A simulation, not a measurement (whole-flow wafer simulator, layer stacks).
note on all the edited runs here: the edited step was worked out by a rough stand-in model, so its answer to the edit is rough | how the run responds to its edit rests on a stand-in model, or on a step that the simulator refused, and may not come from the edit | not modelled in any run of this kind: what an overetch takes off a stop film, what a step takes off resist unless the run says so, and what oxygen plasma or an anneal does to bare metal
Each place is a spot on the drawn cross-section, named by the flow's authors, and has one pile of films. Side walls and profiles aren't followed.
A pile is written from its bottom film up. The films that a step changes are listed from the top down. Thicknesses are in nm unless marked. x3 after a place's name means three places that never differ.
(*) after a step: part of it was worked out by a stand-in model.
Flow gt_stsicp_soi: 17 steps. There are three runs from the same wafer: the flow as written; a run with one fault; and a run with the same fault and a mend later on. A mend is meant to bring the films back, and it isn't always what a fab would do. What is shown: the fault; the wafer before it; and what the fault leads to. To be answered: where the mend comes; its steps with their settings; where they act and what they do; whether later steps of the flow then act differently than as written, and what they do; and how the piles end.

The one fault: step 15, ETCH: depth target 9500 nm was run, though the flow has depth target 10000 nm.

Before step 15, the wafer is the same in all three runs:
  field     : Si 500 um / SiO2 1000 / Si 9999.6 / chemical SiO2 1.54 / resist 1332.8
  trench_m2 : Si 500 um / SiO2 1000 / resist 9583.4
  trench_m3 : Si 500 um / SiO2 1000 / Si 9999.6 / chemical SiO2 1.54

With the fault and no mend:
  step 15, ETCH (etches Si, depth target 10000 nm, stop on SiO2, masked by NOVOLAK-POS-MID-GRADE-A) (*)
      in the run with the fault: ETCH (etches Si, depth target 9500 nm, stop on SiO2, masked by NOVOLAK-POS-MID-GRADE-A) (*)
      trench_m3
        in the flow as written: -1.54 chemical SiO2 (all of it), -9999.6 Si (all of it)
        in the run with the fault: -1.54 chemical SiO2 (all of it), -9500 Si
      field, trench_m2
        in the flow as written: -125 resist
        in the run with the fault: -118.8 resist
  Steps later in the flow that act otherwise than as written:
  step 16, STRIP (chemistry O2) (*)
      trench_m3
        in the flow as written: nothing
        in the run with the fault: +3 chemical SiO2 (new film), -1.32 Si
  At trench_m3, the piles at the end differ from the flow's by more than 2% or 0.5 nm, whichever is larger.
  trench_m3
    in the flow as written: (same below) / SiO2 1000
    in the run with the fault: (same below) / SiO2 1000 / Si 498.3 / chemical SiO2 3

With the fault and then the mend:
  After step 15 comes the mend.
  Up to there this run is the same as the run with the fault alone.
  step 15a, ETCH (etches Si, depth target 500 nm, stop on SiO2, masked by NOVOLAK-POS-MID-GRADE-A) (*) (the flow's step 15 again, with other settings)
      field, trench_m2
        -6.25 resist
      trench_m3
        -499.6 Si (all of it)
  None of the later steps of the flow acts differently than as written at any place that is followed.
  By the end, the piles equal the flow's at every place that both follow.
